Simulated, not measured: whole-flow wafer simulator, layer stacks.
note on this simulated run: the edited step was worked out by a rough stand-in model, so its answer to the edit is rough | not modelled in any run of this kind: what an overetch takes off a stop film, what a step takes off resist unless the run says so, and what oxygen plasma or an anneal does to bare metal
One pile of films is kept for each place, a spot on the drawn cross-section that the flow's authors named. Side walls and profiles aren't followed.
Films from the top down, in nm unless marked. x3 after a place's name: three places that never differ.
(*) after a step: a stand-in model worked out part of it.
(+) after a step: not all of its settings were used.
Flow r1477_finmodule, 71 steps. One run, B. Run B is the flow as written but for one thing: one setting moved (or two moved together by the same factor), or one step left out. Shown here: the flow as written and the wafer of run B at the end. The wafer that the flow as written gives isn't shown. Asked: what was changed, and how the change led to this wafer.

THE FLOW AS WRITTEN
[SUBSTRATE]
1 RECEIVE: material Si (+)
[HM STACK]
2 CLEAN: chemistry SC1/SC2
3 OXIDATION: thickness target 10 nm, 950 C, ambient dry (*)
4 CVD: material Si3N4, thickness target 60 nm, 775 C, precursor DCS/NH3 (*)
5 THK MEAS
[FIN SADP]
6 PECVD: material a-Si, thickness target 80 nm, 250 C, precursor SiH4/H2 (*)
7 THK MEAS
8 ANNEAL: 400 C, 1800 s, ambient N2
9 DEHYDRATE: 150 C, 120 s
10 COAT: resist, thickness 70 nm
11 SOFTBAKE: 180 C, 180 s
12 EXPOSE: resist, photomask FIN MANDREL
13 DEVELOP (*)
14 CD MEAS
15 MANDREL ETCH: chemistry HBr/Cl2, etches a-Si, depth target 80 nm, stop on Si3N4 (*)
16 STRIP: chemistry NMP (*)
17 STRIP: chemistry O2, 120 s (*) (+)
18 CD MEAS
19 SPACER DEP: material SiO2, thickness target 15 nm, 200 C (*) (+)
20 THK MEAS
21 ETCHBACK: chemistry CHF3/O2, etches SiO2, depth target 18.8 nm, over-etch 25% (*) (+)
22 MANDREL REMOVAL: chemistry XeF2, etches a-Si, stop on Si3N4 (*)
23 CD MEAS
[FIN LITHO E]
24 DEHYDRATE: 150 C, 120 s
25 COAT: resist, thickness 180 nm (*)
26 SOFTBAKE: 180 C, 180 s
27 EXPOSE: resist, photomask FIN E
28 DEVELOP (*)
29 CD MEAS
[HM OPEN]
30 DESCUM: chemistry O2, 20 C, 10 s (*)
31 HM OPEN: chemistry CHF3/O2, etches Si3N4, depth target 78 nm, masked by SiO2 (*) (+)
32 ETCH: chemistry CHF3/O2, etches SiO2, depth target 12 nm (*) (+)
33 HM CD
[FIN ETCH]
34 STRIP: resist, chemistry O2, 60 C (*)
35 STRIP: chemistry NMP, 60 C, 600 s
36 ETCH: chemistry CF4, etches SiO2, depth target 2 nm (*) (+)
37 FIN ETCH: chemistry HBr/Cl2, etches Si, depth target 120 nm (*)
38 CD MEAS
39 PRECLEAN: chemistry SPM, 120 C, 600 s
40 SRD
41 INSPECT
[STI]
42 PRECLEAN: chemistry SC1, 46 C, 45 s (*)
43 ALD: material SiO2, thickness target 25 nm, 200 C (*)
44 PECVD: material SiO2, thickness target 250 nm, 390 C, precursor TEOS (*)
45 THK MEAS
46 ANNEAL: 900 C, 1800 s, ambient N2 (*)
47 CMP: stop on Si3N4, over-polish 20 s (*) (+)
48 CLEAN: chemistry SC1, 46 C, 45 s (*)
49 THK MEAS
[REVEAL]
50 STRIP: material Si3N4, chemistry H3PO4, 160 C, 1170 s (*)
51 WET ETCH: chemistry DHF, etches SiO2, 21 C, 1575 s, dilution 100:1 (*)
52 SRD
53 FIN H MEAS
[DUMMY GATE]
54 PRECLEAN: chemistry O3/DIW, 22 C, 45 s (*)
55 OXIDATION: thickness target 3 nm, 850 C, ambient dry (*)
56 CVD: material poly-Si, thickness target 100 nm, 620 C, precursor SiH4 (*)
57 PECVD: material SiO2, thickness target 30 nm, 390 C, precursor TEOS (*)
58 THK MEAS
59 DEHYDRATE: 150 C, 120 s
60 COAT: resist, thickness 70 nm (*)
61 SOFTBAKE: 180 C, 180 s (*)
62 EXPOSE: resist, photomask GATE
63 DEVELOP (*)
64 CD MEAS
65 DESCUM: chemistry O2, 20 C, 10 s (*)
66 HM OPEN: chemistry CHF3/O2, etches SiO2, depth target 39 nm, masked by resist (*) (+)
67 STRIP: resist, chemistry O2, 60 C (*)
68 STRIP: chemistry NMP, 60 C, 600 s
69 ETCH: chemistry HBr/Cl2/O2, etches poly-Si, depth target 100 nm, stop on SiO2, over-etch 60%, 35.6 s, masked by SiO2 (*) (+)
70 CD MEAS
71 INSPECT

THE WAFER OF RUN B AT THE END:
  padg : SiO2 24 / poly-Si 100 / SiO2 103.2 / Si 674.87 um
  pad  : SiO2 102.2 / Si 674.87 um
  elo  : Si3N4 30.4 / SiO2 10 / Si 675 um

The cause: step 69, ETCH: depth target 112.5 nm was run, where the flow has depth target 100 nm.

How the change led to this, step by step:
  69 ETCH: chemistry HBr/Cl2/O2, etches poly-Si, depth target 100 nm, stop on SiO2, over-etch 60%, 35.6 s, masked by SiO2 (*) (+)
      padg, elg, esg and 15 more: SiO2 -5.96 (as written it would be: SiO2 -5.3)
      pad, eso, e40so and 8 more: chemical SiO2 -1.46 (all of it), poly-Si -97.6 (all of it), SiO2 -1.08 (as written it would be: chemical SiO2 -1.46 (all of it), poly-Si -97.6 (all of it), SiO2 -0.42)
      (and at 4 more places)
